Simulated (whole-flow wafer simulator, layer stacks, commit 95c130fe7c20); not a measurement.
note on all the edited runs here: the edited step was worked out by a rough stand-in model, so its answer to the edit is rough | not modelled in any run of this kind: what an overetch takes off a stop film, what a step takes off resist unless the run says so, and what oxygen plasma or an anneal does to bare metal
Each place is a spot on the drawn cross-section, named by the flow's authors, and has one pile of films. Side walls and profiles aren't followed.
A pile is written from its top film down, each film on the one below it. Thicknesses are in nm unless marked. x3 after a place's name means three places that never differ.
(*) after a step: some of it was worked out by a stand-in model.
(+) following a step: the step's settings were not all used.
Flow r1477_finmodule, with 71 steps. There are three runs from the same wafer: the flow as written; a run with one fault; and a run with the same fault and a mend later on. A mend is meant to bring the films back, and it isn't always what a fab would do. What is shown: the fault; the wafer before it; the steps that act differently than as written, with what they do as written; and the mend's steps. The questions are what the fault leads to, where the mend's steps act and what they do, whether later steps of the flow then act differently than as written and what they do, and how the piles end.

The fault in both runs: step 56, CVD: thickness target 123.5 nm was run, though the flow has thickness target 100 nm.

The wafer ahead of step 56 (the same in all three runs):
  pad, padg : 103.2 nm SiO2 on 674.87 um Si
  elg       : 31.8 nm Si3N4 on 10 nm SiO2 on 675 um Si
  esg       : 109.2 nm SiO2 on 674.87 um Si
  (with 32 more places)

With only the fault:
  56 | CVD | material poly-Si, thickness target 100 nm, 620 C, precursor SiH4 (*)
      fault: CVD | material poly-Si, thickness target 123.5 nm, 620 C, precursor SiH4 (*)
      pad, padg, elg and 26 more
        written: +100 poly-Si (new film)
        fault: +123.5 poly-Si (new film)
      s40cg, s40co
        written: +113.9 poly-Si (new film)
        fault: +137.8 poly-Si (new film)
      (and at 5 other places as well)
  Steps later in the flow that act otherwise than as written (3 other steps are not shown; they differ only slightly, by no more than 2% or 0.5 nm, whichever is larger):
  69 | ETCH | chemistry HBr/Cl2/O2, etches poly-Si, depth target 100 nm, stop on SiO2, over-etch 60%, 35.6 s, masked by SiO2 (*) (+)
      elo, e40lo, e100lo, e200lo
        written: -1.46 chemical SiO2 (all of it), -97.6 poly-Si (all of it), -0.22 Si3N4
        fault: -1.46 chemical SiO2 (all of it), -121.1 poly-Si (all of it)
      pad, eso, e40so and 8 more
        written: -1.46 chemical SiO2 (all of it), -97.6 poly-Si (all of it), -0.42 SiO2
        fault: -1.46 chemical SiO2 (all of it), -121.1 poly-Si (all of it), -0.19 SiO2
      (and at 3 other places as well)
  The piles end different from the flow's at padg, elg, esg and 15 more by more than 2% or 0.5 nm, whichever is larger.
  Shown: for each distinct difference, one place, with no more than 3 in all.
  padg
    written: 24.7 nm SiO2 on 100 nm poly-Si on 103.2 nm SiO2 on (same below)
    fault: 24.7 nm SiO2 on 123.5 nm poly-Si on 103.2 nm SiO2 on (same below)
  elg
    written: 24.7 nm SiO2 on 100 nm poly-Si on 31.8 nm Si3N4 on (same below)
    fault: 24.7 nm SiO2 on 123.5 nm poly-Si on 31.8 nm Si3N4 on (same below)
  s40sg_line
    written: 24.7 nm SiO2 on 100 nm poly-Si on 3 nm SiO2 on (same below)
    fault: 24.7 nm SiO2 on 123.5 nm poly-Si on 3 nm SiO2 on (same below)

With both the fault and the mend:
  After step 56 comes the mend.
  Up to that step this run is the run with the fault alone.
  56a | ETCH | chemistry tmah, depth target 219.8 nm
      pad, padg, elg and 26 more
        -123.5 poly-Si (all of it)
      s40cg, s40co
        -137.8 poly-Si (all of it)
      s45cg, s45co
        -137.4 poly-Si (all of it)
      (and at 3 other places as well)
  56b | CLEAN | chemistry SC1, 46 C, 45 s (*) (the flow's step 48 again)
      s40sg_line, s45sg_line, s50sg_line, s40so_line, s45so_line, s50so_line
        -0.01 SiO2
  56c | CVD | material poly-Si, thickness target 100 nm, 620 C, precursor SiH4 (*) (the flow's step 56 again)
      pad, padg, elg and 26 more
        +100 poly-Si (new film)
      s40cg, s40co
        +113.9 poly-Si (new film)
      s45cg, s45co
        +113.4 poly-Si (new film)
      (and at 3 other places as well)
  None of the later steps of the flow differs from how it acts as written, at any place that is followed, by more than 2% or 0.5 nm, whichever is larger.
  The piles end only slightly different from the flow's at the places that both follow, by no more than 2% or 0.5 nm, whichever is larger.
